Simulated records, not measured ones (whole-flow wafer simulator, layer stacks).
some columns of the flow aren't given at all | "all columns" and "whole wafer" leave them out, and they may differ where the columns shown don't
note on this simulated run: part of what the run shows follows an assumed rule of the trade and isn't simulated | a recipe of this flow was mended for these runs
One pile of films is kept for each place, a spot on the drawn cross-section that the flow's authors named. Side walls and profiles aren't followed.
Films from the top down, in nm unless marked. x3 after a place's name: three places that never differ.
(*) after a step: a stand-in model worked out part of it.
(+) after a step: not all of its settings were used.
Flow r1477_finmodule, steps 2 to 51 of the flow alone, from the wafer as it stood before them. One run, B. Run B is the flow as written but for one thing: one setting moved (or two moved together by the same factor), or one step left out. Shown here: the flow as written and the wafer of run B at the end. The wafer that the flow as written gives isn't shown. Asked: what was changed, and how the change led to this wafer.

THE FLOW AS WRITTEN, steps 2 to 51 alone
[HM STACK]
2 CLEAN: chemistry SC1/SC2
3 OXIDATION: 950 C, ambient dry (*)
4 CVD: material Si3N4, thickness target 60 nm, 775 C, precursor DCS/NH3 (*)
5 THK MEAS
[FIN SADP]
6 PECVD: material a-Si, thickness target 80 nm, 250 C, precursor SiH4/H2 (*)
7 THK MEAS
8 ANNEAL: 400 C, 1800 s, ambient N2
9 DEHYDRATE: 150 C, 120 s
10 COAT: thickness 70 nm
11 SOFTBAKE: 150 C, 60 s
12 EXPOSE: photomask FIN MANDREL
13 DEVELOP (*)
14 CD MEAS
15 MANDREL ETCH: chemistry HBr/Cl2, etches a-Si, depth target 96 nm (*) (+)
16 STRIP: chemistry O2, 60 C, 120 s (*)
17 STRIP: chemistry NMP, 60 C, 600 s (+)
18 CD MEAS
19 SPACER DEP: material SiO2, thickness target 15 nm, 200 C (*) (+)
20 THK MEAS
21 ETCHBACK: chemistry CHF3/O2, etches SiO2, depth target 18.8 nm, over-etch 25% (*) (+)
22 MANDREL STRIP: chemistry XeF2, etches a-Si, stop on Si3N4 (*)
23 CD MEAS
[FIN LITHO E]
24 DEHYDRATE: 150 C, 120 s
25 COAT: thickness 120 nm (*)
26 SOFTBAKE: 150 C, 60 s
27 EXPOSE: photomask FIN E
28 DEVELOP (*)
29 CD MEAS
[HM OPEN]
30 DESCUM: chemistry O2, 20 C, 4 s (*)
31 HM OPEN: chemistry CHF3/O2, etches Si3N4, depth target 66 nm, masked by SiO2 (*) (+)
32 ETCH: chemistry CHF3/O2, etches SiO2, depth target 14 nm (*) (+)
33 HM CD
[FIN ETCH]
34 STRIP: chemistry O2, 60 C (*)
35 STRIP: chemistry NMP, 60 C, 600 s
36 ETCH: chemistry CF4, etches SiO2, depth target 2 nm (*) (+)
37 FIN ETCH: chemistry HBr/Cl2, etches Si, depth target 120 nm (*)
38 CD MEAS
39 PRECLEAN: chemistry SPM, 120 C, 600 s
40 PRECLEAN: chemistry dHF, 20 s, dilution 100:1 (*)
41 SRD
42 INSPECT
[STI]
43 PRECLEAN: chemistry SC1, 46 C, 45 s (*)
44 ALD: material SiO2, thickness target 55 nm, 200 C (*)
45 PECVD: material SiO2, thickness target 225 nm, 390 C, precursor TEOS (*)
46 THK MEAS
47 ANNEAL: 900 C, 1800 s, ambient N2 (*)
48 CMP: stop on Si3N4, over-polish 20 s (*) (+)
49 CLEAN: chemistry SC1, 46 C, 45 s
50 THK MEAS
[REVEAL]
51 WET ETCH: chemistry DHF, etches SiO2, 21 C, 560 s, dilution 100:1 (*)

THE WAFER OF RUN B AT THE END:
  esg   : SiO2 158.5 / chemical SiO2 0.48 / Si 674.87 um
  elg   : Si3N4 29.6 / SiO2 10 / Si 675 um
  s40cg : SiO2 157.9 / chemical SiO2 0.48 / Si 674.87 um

The cause: step 4, CVD: thickness target 55.7 nm was run, where the flow has thickness target 60 nm.

How the change led to this, step by step:
  4 CVD: material Si3N4, thickness target 60 nm, 775 C, precursor DCS/NH3 (*)
      pad, padg, elg and 33 more: Si3N4 +55.7 (new film) (as written it would be: Si3N4 +60 (new film))
  31 HM OPEN: chemistry CHF3/O2, etches Si3N4, depth target 66 nm, masked by SiO2 (*) (+)
      pad, padg, esg and 13 more: Si3N4 -49.8 (all of it), SiO2 -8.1 (as written it would be: Si3N4 -54.1 (all of it), SiO2 -5.95)
      s40cg, s45cg, s50cg, s40co, s45co, s50co: Si3N4 -55.7 (all of it), SiO2 -5.15 (as written it would be: Si3N4 -60 (all of it), SiO2 -3)
  32 ETCH: chemistry CHF3/O2, etches SiO2, depth target 14 nm (*) (+)
      pad, padg, esg and 13 more: SiO2 -1.9 (all of it), Si -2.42 (as written it would be: SiO2 -4.05 (all of it), Si -1.99)
      s40cg, s45cg, s50cg, s40co, s45co, s50co: SiO2 -4.85 (all of it), Si -1.83 (as written it would be: SiO2 -7 (all of it), Si -1.4)
  48 CMP: stop on Si3N4, over-polish 20 s (*) (+)
      pad, padg: SiO2 -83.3 (as written it would be: SiO2 -79.4)
